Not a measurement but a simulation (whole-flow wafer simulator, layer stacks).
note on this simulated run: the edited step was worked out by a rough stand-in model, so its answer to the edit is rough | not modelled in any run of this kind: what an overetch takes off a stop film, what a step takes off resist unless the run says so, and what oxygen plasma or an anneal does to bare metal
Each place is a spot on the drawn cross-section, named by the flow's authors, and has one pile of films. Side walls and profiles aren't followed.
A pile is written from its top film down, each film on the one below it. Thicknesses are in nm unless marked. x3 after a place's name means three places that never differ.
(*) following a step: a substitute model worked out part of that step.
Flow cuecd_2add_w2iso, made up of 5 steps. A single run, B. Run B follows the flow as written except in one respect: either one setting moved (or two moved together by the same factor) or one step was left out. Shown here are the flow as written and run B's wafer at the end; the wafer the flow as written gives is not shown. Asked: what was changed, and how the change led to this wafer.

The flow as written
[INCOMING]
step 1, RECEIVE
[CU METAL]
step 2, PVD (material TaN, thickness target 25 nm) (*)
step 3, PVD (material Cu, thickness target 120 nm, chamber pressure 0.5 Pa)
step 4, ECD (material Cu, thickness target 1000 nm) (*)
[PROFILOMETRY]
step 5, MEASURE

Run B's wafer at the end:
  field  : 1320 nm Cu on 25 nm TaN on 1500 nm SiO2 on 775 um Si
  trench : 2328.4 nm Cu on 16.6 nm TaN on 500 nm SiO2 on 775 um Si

What caused this: step 4, ECD: thickness target 1200 nm was run, while the flow as written has thickness target 1000 nm.

How this came from the change, step by step:
  step 4, ECD (material Cu, thickness target 1000 nm) (*)
      field: +1200 Cu (in the flow as written it would be: +1000 Cu)
      trench: +2247.6 Cu (in the flow as written it would be: +2047.6 Cu)
